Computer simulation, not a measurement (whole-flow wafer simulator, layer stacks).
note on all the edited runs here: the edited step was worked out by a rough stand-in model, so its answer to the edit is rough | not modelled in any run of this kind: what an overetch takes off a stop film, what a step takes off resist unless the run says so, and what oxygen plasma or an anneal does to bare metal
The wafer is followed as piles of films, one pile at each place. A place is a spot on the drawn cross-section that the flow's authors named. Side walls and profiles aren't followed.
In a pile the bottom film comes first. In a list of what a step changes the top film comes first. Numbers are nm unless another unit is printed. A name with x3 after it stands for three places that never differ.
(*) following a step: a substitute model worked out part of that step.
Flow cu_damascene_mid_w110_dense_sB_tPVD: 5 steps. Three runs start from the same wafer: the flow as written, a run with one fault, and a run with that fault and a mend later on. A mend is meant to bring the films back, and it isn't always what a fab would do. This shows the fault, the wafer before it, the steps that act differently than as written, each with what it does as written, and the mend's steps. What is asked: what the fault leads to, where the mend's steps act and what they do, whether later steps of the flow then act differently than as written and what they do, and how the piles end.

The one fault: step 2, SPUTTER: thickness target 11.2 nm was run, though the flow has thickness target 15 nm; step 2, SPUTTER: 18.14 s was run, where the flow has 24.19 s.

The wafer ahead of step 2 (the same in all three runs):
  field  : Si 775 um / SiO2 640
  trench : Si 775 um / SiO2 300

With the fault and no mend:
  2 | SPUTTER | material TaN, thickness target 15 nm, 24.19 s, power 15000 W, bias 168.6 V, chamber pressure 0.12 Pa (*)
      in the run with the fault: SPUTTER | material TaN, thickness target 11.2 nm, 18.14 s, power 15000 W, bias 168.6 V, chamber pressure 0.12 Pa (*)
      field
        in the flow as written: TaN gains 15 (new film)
        in the run with the fault: TaN gains 11.2 (new film)
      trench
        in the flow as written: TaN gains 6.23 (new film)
        in the run with the fault: TaN gains 4.65 (new film)
  Later steps of the flow that are run all act as written at every place that is followed, up to a difference of at most 2% or 0.5 nm, whichever is larger.
  The piles end different from the flow's at field, trench by more than 2% or 0.5 nm, whichever is larger.
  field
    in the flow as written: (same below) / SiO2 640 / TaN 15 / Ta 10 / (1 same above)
    in the run with the fault: (same below) / SiO2 640 / TaN 11.2 / Ta 10 / (1 same above)
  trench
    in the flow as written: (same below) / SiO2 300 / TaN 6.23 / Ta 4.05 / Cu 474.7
    in the run with the fault: (same below) / SiO2 300 / TaN 4.65 / Ta 4.09 / Cu 472.5

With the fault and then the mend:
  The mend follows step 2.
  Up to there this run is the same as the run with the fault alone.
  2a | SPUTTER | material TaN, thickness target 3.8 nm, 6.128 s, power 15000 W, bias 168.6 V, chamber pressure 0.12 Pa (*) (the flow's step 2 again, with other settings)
      field
        TaN gains 3.8
      trench
        TaN gains 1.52
  Later steps of the flow that are run all act as written at every place that is followed, up to a difference of at most 2% or 0.5 nm, whichever is larger.
  At the end the piles are close to the flow's at the places that both follow, differing by at most 2% or 0.5 nm, whichever is larger.
